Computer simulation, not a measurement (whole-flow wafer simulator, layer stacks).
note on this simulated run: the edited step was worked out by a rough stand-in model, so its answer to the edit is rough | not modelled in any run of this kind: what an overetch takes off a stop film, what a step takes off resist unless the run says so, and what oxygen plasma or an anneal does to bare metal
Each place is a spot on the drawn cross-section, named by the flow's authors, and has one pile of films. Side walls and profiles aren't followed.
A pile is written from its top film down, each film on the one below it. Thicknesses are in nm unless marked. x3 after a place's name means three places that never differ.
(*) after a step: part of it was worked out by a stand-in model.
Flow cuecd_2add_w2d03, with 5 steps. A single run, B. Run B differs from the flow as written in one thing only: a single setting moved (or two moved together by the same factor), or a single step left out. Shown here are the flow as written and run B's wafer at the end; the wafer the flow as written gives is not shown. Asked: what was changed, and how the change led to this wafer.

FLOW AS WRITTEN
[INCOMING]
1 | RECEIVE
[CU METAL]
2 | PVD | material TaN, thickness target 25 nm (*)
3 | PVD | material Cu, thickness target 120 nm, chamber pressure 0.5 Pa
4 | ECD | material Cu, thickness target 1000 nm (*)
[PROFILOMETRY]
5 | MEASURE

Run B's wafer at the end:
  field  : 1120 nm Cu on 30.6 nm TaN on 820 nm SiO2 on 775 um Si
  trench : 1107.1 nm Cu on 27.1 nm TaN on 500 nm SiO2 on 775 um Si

Cause: step 2, PVD: thickness target 30.6 nm was run, though the flow has thickness target 25 nm.
The wafer lets one read it off: field has TaN 30.6, and step 2 as written asks for 25 nm.

Step by step, how the change led to this:
  2 | PVD | material TaN, thickness target 25 nm (*)
      field: +30.6 TaN (new film) (as written it would have been: +25 TaN (new film))
      trench: +27.1 TaN (new film) (as written it would have been: +22.1 TaN (new film))
